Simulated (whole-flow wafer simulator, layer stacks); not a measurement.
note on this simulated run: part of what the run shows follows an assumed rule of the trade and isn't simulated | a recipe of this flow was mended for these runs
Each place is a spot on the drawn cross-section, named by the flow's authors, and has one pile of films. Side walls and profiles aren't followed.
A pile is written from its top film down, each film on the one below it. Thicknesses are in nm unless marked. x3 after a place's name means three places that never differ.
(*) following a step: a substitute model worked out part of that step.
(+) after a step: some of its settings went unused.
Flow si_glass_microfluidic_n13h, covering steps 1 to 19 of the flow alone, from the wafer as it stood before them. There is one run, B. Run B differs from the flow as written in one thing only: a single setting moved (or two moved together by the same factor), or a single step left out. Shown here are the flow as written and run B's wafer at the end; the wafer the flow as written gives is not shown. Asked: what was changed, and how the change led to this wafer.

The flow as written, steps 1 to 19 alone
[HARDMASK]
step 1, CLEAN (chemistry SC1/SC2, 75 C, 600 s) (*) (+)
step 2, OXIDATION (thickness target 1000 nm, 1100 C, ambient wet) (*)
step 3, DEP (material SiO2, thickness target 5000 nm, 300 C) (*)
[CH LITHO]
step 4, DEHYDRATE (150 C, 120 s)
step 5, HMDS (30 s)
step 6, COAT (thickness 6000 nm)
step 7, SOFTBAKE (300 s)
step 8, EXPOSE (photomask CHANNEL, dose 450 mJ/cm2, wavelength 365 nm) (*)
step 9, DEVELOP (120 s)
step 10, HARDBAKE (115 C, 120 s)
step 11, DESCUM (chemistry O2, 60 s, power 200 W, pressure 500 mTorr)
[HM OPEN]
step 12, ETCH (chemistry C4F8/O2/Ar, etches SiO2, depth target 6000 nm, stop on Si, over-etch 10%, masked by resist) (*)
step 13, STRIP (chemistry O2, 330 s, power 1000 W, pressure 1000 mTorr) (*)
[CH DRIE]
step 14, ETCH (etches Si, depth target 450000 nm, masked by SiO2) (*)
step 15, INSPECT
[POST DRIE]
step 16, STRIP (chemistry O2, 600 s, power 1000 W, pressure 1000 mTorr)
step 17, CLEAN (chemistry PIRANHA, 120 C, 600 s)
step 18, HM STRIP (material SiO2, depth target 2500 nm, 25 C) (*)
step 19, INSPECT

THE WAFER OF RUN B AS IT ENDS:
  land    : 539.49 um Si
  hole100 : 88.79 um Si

Cause: step 2, OXIDATION: thickness target 1144 nm was run, though the flow has thickness target 1000 nm.

The path from the change to this, step by step:
  step 2, OXIDATION (thickness target 1000 nm, 1100 C, ambient wet) (*)
      land, hole100: +1144 SiO2 (new film), -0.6 chemical SiO2 (all of it), -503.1 Si (it would be, as written: +1000 SiO2 (new film), -0.6 chemical SiO2 (all of it), -439.7 Si)
  step 12, ETCH (chemistry C4F8/O2/Ar, etches SiO2, depth target 6000 nm, stop on Si, over-etch 10%, masked by resist) (*)
      hole100: -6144 SiO2 (all of it), -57 Si (it would be, as written: -6000 SiO2 (all of it), -75 Si)
  step 18, HM STRIP (material SiO2, depth target 2500 nm, 25 C) (*)
      land: -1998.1 SiO2 (all of it) (it would be, as written: -1854.4 SiO2 (all of it))
